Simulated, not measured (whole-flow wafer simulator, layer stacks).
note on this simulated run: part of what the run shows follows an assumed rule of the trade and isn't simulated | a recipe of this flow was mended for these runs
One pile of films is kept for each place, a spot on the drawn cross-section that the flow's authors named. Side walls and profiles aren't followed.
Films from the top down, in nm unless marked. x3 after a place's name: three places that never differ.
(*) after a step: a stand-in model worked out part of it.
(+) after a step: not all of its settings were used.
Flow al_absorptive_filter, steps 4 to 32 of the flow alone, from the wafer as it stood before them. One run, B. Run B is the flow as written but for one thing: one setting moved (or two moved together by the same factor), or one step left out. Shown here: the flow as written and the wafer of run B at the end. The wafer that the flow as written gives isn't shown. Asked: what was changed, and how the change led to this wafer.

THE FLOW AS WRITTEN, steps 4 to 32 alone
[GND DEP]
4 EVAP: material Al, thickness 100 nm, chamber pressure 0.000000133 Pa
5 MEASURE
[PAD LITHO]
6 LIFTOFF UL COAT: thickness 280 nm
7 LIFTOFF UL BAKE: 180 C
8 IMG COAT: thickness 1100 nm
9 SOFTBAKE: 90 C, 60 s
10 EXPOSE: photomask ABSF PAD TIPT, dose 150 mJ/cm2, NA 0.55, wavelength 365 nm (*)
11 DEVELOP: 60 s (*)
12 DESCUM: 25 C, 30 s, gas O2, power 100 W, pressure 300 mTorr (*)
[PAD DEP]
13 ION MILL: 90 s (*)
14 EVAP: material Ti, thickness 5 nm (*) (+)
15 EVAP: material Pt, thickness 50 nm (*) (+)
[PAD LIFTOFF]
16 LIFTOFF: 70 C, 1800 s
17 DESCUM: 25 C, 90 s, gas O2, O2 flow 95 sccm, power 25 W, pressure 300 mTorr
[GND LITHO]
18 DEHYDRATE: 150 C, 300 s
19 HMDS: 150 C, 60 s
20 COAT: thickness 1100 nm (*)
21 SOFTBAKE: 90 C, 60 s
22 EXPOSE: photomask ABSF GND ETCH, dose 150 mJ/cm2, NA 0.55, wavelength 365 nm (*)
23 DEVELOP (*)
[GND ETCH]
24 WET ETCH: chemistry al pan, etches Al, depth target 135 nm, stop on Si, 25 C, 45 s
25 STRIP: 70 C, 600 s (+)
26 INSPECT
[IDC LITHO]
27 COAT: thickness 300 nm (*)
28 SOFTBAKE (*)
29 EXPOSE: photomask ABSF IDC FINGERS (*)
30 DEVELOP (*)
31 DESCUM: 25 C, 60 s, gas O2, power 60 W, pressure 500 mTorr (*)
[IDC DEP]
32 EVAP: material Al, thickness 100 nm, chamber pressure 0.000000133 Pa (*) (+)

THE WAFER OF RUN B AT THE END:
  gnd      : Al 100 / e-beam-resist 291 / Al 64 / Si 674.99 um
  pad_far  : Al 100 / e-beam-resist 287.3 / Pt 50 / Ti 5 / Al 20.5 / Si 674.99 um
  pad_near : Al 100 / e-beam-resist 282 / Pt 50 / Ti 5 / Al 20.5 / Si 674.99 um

The cause: step 4, EVAP: thickness 64 nm was run, where the flow has thickness 100 nm.
It can be read off the wafer: gnd has Al 64, and step 4 as written asks for 100 nm.

How the change led to this, step by step:
  4 EVAP: material Al, thickness 100 nm, chamber pressure 0.000000133 Pa
      gnd, pad_far, pad_near and 11 more: Al +64 (new film) (as written it would be: Al +100 (new film))
  24 WET ETCH: chemistry al pan, etches Al, depth target 135 nm, stop on Si, 25 C, 45 s
      res, xl_gap, idc_field x2, idc_line: Al -50.7 (all of it) (as written it would be: Al -86.7 (all of it))
  27 COAT: thickness 300 nm (*)
      ledge: e-beam-resist +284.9 (new film) (as written it would be: e-beam-resist +274.4 (new film))
      res: e-beam-resist +332.5 (new film) (as written it would be: e-beam-resist +349.6 (new film))
      (and at 1 more place)
